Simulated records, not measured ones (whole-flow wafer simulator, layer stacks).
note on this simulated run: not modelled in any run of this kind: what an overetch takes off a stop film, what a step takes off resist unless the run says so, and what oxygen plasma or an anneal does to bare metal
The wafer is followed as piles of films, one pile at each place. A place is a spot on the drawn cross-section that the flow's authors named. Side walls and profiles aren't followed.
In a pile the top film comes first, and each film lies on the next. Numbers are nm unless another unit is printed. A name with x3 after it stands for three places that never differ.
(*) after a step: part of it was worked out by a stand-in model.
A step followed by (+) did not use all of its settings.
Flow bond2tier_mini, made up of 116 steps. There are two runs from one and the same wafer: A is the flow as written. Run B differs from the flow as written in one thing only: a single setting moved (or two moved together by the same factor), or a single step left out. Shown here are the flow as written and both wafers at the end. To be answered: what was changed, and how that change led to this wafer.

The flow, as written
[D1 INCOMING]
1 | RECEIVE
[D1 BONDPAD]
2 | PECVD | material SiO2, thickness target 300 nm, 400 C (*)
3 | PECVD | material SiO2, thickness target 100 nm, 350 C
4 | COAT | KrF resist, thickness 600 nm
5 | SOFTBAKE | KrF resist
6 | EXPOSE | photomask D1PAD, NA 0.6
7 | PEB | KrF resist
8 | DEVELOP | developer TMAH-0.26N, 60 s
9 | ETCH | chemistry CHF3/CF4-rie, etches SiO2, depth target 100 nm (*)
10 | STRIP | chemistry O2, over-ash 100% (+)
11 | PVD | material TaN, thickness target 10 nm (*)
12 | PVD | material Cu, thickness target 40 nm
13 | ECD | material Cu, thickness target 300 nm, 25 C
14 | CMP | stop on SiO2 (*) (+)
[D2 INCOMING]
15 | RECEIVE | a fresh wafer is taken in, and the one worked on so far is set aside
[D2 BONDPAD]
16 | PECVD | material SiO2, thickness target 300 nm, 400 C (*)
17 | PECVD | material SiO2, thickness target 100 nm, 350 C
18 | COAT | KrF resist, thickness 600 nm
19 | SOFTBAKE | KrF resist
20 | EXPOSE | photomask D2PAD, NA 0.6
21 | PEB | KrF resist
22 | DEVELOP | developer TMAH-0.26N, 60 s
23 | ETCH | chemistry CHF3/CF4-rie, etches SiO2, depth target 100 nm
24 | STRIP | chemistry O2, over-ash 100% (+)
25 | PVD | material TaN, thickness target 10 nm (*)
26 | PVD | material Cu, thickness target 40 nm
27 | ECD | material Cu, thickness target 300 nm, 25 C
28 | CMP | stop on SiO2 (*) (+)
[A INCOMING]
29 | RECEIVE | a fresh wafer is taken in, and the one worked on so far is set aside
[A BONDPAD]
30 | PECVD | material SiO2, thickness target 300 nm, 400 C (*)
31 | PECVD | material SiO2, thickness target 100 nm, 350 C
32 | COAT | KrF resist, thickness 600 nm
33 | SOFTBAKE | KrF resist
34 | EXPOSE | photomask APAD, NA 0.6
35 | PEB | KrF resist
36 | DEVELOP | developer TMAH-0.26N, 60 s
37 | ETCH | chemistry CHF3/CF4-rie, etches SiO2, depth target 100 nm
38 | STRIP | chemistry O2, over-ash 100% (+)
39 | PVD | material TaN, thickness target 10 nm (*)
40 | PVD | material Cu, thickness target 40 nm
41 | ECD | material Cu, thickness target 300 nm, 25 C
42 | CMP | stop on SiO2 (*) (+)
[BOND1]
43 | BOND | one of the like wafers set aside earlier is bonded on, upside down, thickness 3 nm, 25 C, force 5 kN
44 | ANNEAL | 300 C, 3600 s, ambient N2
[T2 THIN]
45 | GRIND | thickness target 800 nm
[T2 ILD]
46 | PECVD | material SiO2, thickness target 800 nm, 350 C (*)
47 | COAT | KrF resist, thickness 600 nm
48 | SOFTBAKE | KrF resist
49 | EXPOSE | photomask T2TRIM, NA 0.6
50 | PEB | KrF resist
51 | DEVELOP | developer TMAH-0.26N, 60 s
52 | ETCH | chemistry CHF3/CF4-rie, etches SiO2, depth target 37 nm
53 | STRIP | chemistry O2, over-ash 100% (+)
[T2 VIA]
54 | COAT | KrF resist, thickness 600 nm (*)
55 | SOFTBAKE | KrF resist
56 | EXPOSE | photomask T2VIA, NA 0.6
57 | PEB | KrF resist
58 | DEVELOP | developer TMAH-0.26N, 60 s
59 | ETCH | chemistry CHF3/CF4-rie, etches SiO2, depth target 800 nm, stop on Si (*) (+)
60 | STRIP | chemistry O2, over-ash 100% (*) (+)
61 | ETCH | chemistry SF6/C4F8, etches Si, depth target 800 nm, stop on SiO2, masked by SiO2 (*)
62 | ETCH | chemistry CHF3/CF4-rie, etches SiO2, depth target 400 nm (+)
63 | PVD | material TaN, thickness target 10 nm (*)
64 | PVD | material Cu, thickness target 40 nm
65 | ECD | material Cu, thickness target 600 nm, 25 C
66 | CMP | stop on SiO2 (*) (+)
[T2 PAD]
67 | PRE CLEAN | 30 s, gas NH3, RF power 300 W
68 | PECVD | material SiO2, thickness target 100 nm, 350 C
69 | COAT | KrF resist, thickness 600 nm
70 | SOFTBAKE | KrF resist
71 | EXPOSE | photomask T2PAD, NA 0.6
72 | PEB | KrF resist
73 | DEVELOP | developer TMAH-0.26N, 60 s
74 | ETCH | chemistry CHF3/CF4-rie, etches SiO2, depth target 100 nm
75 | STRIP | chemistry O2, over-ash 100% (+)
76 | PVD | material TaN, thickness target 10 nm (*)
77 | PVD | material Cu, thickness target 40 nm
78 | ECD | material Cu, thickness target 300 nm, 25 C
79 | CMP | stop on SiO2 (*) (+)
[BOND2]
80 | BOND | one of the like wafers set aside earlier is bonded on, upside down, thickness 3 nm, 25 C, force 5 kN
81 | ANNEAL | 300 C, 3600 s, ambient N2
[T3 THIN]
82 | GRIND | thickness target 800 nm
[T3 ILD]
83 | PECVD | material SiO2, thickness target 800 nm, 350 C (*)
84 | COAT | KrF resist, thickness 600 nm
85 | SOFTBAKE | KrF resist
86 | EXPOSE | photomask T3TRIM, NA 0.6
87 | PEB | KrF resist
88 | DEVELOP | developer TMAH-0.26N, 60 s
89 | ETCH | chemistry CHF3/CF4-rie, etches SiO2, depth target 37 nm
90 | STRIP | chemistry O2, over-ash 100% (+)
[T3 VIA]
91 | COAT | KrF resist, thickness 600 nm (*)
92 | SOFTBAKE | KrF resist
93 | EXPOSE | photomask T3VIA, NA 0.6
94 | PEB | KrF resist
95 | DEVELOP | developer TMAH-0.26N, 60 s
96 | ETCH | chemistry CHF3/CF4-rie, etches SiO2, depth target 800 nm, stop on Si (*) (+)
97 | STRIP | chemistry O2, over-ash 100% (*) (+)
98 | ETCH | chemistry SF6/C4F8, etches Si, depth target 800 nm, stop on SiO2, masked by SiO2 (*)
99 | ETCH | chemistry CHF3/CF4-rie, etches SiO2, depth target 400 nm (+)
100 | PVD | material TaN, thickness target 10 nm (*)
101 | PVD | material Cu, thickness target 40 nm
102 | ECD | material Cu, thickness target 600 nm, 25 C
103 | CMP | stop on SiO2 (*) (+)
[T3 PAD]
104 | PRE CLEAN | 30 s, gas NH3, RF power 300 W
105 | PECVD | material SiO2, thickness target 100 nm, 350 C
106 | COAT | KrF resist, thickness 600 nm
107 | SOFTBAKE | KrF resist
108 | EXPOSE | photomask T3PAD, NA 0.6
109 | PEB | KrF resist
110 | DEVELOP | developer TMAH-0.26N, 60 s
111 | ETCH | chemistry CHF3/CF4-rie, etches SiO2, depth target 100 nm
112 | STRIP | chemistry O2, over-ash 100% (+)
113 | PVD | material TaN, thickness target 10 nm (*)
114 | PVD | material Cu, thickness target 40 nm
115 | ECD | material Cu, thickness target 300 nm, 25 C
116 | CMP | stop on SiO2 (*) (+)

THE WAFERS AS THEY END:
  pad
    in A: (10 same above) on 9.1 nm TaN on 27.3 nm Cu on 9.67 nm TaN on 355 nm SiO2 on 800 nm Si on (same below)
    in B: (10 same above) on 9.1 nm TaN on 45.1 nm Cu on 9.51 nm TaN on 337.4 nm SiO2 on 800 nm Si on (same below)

The reason: step 52, ETCH: depth target 54.6 nm was run, whereas the flow has depth target 37 nm.

Step by step, how the change led to this:
  52 | ETCH | chemistry CHF3/CF4-rie, etches SiO2, depth target 37 nm
      pad, via: A SiO2 loses 37 | B SiO2 loses 54.6
      field: A KrF resist loses 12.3 | B KrF resist loses 18.2
  59 | ETCH | chemistry CHF3/CF4-rie, etches SiO2, depth target 800 nm, stop on Si (*) (+)
      via: A SiO2 loses 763 (all of it) | B SiO2 loses 745.4 (all of it)
  60 | STRIP | chemistry O2, over-ash 100% (*) (+)
      field: A KrF resist loses 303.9 (all of it) | B KrF resist loses 296.4 (all of it)
      pad: A KrF resist loses 336 (all of it) | B KrF resist loses 343.7 (all of it)
  65 | ECD | material Cu, thickness target 600 nm, 25 C
      pad: A Cu gains 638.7 | B Cu gains 657.1
